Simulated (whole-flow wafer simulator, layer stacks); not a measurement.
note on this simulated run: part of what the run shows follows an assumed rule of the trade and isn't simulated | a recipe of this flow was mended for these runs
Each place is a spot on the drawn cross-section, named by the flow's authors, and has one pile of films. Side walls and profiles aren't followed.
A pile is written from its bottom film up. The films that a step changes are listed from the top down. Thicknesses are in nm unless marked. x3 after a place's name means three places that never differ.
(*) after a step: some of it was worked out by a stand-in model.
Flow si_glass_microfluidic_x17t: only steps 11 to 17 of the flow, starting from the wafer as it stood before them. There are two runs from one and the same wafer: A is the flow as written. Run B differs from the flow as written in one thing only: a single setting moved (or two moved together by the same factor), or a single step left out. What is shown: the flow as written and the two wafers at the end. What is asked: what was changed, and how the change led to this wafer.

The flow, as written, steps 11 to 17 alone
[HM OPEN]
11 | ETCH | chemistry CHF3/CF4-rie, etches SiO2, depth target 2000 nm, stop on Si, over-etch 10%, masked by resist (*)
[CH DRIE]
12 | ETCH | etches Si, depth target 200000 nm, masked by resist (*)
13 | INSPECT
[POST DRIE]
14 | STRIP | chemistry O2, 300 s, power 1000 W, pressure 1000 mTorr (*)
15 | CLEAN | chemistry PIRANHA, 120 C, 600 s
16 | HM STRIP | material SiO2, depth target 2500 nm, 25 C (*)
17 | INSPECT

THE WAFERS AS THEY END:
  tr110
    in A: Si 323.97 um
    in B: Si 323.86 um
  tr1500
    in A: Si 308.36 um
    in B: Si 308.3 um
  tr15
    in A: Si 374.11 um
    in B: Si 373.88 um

The reason: step 11, ETCH: depth target 3200 nm was run, though the flow has depth target 2000 nm.

Step by step, how the change led to this:
  11 | ETCH | chemistry CHF3/CF4-rie, etches SiO2, depth target 2000 nm, stop on Si, over-etch 10%, masked by resist (*)
      tr110, tr1500, tr15: A SiO2 loses 2000 (all of it), Si loses 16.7 | B SiO2 loses 2000 (all of it), Si loses 126.7
      land: A thick-i-line-resist loses 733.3 | B thick-i-line-resist loses 1173.3
  12 | ETCH | etches Si, depth target 200000 nm, masked by resist (*)
      tr1500: A Si loses 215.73 um | B Si loses 215.69 um
      tr15: A Si loses 149.99 um | B Si loses 150.11 um
  14 | STRIP | chemistry O2, 300 s, power 1000 W, pressure 1000 mTorr (*)
      land: A thick-i-line-resist loses 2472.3 (all of it) | B thick-i-line-resist loses 2032.9 (all of it)
